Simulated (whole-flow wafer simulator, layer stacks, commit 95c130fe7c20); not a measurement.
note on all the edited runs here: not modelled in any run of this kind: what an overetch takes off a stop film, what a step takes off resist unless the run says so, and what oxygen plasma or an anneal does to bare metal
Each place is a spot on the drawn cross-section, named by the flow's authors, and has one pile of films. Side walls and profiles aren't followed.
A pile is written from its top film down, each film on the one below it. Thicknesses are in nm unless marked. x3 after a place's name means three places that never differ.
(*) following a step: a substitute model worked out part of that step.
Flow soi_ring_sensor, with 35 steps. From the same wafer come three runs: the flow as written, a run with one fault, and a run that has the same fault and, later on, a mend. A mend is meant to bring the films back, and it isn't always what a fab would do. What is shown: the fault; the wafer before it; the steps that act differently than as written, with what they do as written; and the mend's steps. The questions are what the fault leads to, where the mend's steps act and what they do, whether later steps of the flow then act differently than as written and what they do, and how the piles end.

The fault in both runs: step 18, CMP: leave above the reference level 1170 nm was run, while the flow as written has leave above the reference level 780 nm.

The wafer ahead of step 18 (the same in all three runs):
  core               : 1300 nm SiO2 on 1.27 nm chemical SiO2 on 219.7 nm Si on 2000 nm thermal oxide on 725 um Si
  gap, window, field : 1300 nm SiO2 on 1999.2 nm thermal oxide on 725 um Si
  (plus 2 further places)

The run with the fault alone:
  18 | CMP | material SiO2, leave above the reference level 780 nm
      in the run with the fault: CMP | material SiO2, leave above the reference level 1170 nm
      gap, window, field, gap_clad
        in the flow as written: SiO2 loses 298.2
        in the run with the fault: nothing
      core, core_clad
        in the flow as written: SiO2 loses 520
        in the run with the fault: SiO2 loses 130
  Steps further on in the flow that do not act as written (1 other step is not shown; it differs only slightly, by no more than 2% or 0.5 nm, whichever is larger):
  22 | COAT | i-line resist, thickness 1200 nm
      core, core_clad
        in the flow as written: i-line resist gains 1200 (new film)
        in the run with the fault: i-line resist gains 1120 (new film)
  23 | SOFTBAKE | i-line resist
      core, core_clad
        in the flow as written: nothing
        in the run with the fault: i-line resist loses 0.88
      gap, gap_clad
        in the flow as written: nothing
        in the run with the fault: i-line resist loses 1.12
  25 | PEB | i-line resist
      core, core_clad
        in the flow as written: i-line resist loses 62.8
        in the run with the fault: i-line resist loses 58.4
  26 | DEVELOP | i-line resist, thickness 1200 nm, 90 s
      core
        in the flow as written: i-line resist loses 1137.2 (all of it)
        in the run with the fault: i-line resist loses 1060.7 (all of it)
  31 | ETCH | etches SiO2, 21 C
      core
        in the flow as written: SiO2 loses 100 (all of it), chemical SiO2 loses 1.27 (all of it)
        in the run with the fault: SiO2 loses 462
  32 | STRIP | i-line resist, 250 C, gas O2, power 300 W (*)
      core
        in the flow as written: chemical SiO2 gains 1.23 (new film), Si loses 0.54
        in the run with the fault: nothing
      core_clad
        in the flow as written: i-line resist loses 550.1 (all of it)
        in the run with the fault: i-line resist loses 473.8 (all of it)
  The piles end different from the flow's at core, field, core_clad by more than 2% or 0.5 nm, whichever is larger.
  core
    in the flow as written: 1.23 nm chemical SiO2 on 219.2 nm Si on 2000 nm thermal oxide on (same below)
    in the run with the fault: 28 nm SiO2 on 1.27 nm chemical SiO2 on 219.7 nm Si on 2000 nm thermal oxide on (same below)
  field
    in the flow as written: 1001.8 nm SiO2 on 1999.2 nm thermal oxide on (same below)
    in the run with the fault: 1300 nm SiO2 on 1999.2 nm thermal oxide on (same below)
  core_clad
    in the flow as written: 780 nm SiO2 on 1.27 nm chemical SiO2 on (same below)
    in the run with the fault: 1170 nm SiO2 on 1.27 nm chemical SiO2 on (same below)

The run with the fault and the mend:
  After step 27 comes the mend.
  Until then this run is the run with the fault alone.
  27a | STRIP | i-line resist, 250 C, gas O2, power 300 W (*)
      field
        i-line resist loses 1138.1 (all of it)
      core_clad
        i-line resist loses 1060.6 (all of it)
      gap_clad
        i-line resist loses 1148 (all of it)
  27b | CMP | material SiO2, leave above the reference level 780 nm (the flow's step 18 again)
      gap, window, field, gap_clad
        SiO2 loses 298.2
      core, core_clad
        SiO2 loses 390
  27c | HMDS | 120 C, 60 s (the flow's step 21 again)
      does not change any film at any place that is followed
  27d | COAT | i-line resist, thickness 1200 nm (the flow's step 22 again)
      core, gap, window, field, core_clad, gap_clad
        i-line resist gains 1200 (new film)
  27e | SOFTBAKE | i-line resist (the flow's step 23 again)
      does not change any film at any place that is followed
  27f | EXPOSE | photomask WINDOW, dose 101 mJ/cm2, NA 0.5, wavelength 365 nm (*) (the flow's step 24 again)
      does not change any film at any place that is followed
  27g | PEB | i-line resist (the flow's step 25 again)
      core, gap, window, field, core_clad, gap_clad
        i-line resist loses 62.8
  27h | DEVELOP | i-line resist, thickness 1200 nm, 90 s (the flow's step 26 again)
      core, gap, window
        i-line resist loses 1137.2 (all of it)
      field, core_clad, gap_clad
        i-line resist loses 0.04
  Every later step of the flow that is run acts as written at every place that is followed.
  The piles end the same as the flow's at every place that both follow.
